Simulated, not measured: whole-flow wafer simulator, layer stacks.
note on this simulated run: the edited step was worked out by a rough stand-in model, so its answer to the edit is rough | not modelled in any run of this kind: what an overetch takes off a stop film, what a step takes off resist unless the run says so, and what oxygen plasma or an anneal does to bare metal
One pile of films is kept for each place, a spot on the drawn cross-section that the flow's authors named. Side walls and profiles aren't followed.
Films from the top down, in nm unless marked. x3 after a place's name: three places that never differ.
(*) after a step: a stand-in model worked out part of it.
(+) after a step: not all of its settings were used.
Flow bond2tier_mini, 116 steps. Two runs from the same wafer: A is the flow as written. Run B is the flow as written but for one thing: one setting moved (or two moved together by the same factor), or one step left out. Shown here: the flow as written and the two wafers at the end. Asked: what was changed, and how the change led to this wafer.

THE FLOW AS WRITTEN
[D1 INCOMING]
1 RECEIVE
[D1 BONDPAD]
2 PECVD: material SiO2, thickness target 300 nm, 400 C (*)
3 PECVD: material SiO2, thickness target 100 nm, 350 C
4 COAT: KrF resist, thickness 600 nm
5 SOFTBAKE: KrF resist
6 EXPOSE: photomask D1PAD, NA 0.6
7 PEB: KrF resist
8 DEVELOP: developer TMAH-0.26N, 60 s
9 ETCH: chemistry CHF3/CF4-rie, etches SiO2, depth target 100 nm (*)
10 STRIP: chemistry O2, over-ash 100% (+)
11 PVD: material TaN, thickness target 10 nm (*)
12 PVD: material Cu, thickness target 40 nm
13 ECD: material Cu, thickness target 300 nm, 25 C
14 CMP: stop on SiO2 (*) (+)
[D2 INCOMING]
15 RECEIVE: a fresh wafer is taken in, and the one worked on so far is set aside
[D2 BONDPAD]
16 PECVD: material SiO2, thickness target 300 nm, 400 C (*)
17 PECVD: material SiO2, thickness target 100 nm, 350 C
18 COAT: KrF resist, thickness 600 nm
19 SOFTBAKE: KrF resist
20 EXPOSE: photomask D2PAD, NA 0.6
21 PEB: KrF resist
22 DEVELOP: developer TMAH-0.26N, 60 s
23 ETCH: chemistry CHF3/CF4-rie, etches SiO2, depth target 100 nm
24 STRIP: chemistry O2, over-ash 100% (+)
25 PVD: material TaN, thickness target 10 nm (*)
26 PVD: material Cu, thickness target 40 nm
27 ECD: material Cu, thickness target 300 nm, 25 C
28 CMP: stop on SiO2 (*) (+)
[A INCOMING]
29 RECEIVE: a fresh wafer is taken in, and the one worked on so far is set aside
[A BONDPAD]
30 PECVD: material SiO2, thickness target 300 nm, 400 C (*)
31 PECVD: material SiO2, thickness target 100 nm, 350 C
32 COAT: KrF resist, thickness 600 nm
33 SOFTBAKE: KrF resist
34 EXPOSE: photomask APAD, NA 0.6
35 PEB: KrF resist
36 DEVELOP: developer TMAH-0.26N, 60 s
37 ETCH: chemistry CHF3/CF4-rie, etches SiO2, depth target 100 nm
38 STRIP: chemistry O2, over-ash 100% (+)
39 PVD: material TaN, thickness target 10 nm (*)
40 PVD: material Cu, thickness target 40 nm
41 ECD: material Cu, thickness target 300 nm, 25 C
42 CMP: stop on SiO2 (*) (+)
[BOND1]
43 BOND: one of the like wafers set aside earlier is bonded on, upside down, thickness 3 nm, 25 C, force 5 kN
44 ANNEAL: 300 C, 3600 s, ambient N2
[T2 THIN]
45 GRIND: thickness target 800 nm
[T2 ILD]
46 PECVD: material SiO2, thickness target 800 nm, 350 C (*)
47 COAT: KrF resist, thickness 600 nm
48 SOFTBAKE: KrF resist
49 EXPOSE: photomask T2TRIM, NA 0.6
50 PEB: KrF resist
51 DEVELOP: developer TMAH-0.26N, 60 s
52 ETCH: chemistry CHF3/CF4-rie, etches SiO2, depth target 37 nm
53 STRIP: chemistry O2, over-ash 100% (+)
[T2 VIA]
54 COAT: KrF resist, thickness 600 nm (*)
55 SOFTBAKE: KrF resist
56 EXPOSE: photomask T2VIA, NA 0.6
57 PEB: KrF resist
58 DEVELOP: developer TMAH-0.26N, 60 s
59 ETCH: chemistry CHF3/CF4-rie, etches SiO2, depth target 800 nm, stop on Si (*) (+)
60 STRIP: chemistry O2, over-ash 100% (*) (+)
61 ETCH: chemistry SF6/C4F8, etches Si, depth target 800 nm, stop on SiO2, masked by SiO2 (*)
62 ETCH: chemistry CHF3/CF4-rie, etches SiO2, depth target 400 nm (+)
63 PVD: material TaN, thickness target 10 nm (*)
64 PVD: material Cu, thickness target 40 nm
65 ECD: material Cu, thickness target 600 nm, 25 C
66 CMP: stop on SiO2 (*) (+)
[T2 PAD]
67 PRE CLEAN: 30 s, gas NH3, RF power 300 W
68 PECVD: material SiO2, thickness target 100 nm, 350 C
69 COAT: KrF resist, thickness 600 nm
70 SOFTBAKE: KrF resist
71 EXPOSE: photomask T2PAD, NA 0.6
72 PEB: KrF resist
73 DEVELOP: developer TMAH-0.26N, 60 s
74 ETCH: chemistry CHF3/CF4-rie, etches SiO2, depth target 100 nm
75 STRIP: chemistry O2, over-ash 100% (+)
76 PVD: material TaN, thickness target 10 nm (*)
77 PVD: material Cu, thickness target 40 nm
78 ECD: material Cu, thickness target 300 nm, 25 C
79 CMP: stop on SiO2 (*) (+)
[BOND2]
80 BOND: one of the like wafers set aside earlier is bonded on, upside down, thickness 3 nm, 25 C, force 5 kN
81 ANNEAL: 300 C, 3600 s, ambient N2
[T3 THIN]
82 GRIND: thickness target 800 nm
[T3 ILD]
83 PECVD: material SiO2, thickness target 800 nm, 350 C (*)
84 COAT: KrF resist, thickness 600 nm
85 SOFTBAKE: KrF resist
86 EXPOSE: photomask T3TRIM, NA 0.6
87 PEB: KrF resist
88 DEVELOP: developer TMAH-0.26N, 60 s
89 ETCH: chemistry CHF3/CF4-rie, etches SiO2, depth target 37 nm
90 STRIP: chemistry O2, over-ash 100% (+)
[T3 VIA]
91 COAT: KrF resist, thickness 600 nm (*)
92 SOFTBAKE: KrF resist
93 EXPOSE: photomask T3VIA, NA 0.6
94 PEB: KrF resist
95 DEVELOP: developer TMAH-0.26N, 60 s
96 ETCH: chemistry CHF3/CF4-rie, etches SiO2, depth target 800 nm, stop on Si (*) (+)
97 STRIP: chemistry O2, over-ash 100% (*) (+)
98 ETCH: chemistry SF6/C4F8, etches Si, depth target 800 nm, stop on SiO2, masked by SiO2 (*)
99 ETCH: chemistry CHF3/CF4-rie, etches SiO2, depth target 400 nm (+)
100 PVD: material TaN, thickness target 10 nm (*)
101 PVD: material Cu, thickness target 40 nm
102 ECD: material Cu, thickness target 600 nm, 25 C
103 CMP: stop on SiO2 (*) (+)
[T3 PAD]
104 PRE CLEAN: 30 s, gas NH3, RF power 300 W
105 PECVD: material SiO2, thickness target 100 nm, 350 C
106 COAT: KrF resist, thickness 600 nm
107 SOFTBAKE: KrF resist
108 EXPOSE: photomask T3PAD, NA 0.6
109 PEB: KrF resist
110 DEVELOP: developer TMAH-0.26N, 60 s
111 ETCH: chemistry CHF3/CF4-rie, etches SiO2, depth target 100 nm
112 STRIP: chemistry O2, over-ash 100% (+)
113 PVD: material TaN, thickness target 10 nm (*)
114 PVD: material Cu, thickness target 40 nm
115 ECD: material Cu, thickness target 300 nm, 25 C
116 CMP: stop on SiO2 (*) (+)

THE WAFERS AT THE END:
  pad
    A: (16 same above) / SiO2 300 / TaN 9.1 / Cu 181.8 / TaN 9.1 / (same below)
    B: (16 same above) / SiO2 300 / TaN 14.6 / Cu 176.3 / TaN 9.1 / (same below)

The cause: step 11, PVD: thickness target 16 nm was run, where the flow has thickness target 10 nm.

How the change led to this, step by step:
  11 PVD: material TaN, thickness target 10 nm (*)
      field: A TaN +10 (new film) | B TaN +16 (new film)
      pad: A TaN +9.1 (new film) | B TaN +14.6 (new film)
      (and at 1 more place)
  14 CMP: stop on SiO2 (*) (+)
      field: A Cu -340 (all of it), TaN -10 (all of it) | B Cu -340 (all of it), TaN -16 (all of it)
  43 BOND: one of the like wafers set aside earlier is bonded on, upside down, thickness 3 nm, 25 C, force 5 kN
      pad: A Si +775 um (new film), chemical SiO2 +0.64 (new film), SiO2 +300 (new film), TaN +9.1 (new film), Cu +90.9 | B Si +775 um (new film), chemical SiO2 +0.64 (new film), SiO2 +300 (new film), TaN +14.6 (new film), Cu +85.4
      via: A Si +775 um (new film), chemical SiO2 +0.64 (new film), SiO2 +300 (new film), TaN +9.97 (new film), Cu +90 | B Si +775 um (new film), chemical SiO2 +0.64 (new film), SiO2 +300 (new film), TaN +16 (new film), Cu +84
